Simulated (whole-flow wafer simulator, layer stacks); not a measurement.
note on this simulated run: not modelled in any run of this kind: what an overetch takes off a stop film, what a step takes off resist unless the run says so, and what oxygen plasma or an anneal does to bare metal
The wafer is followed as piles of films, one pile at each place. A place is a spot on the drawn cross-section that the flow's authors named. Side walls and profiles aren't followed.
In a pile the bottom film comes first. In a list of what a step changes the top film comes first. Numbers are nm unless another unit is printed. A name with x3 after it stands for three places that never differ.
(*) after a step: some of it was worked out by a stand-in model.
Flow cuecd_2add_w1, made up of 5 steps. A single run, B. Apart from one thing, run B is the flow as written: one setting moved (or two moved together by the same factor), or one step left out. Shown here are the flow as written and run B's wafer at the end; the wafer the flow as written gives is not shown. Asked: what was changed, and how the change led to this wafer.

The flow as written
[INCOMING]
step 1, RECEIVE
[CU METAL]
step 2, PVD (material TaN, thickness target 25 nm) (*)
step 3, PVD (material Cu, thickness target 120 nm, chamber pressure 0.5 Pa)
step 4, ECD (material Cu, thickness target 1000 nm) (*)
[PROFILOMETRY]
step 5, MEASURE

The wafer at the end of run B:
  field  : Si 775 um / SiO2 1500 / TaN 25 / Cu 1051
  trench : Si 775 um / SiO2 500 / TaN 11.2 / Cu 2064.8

The reason: step 3, PVD: thickness target 51 nm was run, whereas the flow has thickness target 120 nm.

How this came from the change, step by step:
  step 3, PVD (material Cu, thickness target 120 nm, chamber pressure 0.5 Pa)
      field: Cu gains 51 (new film) (as written it would have been: Cu gains 120 (new film))
      trench: Cu gains 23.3 (new film) (as written it would have been: Cu gains 53.6 (new film))
